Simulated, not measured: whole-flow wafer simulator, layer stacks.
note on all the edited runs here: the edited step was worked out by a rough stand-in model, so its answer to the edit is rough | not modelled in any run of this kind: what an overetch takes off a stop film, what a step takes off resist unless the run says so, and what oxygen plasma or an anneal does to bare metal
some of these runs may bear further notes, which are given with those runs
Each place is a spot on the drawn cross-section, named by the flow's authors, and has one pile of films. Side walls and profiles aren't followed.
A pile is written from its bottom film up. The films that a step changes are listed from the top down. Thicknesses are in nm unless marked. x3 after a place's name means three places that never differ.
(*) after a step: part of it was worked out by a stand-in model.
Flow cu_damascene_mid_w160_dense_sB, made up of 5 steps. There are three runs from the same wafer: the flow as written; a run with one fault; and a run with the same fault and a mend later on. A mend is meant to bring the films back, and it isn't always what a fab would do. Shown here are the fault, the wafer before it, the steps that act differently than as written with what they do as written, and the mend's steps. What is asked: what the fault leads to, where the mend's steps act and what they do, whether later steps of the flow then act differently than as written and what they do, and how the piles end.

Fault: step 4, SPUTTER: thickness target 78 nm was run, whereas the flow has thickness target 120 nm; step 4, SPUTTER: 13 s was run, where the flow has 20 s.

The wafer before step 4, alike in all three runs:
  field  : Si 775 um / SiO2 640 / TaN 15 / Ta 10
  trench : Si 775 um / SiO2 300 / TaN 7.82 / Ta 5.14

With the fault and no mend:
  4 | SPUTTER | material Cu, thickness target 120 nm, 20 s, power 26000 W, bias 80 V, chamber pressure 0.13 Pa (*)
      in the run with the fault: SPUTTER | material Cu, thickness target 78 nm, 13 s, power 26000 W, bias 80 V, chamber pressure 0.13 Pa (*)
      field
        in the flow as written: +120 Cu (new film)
        in the run with the fault: +78 Cu (new film)
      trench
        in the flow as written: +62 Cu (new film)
        in the run with the fault: +40.3 Cu (new film)
  Steps later in the flow that act otherwise than as written:
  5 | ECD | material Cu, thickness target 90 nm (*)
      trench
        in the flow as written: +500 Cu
        in the run with the fault: +479.7 Cu
  At field, trench, the piles at the end differ from the flow's by more than 2% or 0.5 nm, whichever is larger.
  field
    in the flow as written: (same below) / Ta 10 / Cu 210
    in the run with the fault: (same below) / Ta 10 / Cu 168
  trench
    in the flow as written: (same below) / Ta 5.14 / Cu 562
    in the run with the fault: (same below) / Ta 5.14 / Cu 520

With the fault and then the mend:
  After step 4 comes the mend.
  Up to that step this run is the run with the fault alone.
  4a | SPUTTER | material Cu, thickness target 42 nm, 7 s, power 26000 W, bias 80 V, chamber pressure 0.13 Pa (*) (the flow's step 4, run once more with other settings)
      field
        +42 Cu
      trench
        +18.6 Cu
  Every later step of the flow that is run acts as written, at every place that is followed, to within 2% or 0.5 nm, whichever is larger.
  By the end, the piles equal the flow's at every place that both follow.
